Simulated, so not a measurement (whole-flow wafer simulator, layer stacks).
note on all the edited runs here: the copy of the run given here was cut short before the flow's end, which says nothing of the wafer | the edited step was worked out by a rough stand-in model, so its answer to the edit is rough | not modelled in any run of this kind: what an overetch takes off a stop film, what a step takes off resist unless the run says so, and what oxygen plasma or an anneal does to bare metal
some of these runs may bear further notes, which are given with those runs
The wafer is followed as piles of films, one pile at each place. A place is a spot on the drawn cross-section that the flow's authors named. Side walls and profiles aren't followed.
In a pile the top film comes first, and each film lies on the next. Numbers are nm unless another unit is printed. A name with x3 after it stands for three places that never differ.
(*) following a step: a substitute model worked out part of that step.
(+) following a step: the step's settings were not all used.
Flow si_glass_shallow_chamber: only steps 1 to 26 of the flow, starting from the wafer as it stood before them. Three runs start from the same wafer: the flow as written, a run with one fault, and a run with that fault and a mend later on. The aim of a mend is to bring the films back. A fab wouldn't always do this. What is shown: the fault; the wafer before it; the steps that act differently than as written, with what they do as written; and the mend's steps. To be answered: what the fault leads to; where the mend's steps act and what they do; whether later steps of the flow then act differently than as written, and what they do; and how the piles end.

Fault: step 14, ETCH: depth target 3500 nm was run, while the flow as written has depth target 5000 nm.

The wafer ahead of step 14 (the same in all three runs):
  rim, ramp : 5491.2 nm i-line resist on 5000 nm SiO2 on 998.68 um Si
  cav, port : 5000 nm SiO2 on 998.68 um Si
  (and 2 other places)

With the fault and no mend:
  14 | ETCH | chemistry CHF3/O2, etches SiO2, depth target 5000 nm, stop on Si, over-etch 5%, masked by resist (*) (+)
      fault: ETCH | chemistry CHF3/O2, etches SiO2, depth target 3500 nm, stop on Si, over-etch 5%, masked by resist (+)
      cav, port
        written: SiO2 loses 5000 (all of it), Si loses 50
        fault: SiO2 loses 3675
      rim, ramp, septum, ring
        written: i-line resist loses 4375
        fault: i-line resist loses 3062.5
  Steps further on in the flow that do not act as written (not shown: 1 more step that differs only slightly, by at most 2% or 0.5 nm, whichever is larger):
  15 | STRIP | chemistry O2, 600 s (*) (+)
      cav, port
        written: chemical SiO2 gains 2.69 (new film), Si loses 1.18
        fault: nothing
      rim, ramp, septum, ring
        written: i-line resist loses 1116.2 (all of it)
        fault: i-line resist loses 2428.7 (all of it)
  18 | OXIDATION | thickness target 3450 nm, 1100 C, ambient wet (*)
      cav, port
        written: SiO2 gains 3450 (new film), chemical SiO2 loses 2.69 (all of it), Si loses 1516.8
        fault: SiO2 gains 2396.6, Si loses 1054.5
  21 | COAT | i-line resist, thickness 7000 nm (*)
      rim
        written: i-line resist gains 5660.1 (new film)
        fault: i-line resist gains 5932 (new film)
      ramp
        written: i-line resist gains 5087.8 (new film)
        fault: i-line resist gains 5466 (new film)
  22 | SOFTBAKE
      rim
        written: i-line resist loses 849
        fault: i-line resist loses 699.9
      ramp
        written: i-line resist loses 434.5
        fault: i-line resist loses 338
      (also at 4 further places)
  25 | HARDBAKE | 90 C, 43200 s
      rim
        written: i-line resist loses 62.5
        fault: i-line resist loses 77.9
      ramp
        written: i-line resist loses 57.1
        fault: i-line resist loses 73.9
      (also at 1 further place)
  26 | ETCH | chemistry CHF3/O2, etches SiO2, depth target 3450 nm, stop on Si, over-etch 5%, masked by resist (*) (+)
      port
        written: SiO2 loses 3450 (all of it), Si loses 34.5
        fault: SiO2 loses 3622.5
  At rim, ramp, cav, port, the piles at the end differ from the flow's by more than 2% or 0.5 nm, whichever is larger.
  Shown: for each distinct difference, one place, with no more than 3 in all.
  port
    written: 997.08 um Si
    fault: 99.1 nm SiO2 on 997.63 um Si
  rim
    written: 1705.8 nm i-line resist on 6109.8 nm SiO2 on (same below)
    fault: 2111.4 nm i-line resist on 6109.8 nm SiO2 on (same below)
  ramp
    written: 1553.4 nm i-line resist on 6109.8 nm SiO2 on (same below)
    fault: 2011.3 nm i-line resist on 6109.8 nm SiO2 on (same below)

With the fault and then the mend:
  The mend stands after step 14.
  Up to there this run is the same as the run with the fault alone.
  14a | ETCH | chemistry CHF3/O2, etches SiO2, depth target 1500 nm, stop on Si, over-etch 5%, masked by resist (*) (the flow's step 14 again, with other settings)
      rim, ramp, septum, ring
        i-line resist loses 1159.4
      cav, port
        SiO2 loses 1325 (all of it), Si loses 50
  Steps further on in the flow that do not act as written:
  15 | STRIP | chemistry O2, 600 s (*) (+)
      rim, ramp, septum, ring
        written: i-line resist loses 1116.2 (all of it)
        mend: i-line resist loses 1269.3 (all of it)
  The piles end the same as the flow's at every place that both follow.
